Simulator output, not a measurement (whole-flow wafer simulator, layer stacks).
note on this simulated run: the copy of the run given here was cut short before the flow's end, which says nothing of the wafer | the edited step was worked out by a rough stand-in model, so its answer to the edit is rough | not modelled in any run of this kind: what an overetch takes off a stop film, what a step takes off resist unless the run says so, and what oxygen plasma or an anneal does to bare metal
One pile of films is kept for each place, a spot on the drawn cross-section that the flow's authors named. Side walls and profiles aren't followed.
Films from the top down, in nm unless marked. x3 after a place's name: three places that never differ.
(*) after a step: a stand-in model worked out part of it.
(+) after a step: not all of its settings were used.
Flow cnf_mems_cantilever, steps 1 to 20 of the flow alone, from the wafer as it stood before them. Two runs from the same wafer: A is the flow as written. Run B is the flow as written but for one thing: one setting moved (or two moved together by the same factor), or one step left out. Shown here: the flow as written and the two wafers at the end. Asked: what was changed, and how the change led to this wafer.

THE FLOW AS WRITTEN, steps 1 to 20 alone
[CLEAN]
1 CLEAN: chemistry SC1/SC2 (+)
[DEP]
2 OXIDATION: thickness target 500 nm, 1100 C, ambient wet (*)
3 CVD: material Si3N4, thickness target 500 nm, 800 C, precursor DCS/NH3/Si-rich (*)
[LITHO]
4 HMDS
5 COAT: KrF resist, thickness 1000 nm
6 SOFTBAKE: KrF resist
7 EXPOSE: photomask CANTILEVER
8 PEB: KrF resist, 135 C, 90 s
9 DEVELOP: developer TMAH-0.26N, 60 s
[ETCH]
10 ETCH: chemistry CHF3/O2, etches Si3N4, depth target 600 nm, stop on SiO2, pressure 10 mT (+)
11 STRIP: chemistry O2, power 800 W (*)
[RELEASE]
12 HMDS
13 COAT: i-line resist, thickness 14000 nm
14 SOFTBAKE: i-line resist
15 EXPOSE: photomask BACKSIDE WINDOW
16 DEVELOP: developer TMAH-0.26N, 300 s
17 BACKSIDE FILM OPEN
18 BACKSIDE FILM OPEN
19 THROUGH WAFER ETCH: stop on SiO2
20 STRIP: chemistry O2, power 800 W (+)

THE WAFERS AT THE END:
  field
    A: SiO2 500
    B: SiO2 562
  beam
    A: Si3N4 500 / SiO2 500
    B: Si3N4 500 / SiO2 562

The cause: step 2, OXIDATION: thickness target 562 nm was run, where the flow has thickness target 500 nm.
It can be read off the wafer: field has SiO2 562, and step 2 as written asks for 500 nm.

How the change led to this, step by step:
  2 OXIDATION: thickness target 500 nm, 1100 C, ambient wet (*)
      field, beam: A SiO2 +500 (new film), chemical SiO2 -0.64 (all of it), Si -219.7 | B SiO2 +562 (new film), chemical SiO2 -0.64 (all of it), Si -247
  19 THROUGH WAFER ETCH: stop on SiO2
      field: A under 1 film: Si -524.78 um (all of it) | B under 1 film: Si -524.75 um (all of it)
      beam: A under 2 films: Si -524.78 um (all of it) | B under 2 films: Si -524.75 um (all of it)
